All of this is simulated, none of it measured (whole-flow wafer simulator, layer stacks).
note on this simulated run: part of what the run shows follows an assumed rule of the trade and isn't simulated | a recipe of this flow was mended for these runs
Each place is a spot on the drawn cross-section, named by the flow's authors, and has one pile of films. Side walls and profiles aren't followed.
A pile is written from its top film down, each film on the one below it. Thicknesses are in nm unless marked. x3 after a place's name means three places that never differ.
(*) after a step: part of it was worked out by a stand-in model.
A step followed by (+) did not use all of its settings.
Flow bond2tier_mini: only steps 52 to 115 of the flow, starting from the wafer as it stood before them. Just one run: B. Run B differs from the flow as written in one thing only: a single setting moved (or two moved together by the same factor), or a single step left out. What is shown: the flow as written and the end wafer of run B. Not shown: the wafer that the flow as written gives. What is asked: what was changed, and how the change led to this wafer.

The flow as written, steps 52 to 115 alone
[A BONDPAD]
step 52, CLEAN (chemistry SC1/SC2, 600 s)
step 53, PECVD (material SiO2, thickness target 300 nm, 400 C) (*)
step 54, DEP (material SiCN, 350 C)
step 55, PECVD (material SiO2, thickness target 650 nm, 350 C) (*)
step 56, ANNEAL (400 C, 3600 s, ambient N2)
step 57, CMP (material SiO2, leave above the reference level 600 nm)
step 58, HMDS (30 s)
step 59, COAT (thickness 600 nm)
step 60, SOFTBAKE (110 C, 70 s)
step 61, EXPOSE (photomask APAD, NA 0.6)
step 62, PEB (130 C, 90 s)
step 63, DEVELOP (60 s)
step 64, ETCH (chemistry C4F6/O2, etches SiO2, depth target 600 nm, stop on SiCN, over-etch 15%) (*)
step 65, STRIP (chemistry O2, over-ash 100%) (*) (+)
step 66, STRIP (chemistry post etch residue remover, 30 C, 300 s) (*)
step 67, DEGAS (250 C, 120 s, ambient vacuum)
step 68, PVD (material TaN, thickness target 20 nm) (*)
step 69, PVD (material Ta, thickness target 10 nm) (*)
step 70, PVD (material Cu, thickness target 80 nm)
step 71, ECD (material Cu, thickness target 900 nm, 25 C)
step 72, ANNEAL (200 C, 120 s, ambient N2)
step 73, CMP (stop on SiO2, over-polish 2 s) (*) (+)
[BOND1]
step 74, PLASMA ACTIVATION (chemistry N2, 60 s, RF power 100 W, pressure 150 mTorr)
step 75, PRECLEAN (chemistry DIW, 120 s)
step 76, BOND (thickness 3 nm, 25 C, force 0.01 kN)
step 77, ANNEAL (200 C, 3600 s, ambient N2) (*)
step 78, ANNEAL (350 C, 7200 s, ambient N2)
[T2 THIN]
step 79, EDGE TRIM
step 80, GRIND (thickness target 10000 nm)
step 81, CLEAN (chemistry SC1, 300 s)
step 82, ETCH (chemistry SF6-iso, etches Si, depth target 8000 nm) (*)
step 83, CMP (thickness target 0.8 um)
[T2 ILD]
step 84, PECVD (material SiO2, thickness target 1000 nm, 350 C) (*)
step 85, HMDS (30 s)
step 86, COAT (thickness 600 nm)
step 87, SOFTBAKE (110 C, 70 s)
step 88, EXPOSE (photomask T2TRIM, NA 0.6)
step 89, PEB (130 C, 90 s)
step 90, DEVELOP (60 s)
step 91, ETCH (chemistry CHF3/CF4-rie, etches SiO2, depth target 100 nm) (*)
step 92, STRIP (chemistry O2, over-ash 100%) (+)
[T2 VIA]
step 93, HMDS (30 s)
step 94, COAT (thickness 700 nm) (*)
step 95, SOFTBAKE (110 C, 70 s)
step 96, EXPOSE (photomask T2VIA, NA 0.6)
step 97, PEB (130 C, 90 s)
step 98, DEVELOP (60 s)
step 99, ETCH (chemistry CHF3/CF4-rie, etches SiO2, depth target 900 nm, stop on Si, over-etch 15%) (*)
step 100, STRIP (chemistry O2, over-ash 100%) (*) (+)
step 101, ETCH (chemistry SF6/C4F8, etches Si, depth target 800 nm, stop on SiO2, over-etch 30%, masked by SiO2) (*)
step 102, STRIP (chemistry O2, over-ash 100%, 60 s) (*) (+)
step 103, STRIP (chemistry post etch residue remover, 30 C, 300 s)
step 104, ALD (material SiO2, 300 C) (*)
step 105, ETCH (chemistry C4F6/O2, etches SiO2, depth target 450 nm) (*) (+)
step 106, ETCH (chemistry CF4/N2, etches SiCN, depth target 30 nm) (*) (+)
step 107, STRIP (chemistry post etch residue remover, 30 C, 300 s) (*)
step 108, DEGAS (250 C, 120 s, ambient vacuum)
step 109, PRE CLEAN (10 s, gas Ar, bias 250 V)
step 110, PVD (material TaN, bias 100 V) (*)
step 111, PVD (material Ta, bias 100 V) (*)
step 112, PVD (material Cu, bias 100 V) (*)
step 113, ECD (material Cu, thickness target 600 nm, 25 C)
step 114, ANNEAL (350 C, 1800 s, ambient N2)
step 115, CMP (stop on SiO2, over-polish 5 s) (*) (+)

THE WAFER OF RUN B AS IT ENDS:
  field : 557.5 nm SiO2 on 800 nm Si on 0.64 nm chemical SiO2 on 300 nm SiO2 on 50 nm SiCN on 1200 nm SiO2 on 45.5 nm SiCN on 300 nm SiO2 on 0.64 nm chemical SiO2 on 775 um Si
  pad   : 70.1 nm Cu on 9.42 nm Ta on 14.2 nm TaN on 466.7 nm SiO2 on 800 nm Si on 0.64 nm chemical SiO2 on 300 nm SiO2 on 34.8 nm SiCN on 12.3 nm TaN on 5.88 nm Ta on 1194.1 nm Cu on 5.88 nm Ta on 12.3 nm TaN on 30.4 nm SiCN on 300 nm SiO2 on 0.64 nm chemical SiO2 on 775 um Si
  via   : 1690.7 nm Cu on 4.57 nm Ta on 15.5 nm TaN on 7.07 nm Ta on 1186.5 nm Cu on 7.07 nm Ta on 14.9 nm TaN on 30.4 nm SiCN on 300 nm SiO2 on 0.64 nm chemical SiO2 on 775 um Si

The reason: step 54, DEP: 373 C was run, whereas the flow has 350 C.

Step by step, how the change led to this:
  step 54, DEP (material SiCN, 350 C)
      field, pad, via: +45.5 SiCN (new film) (it would be, as written: +50 SiCN (new film))
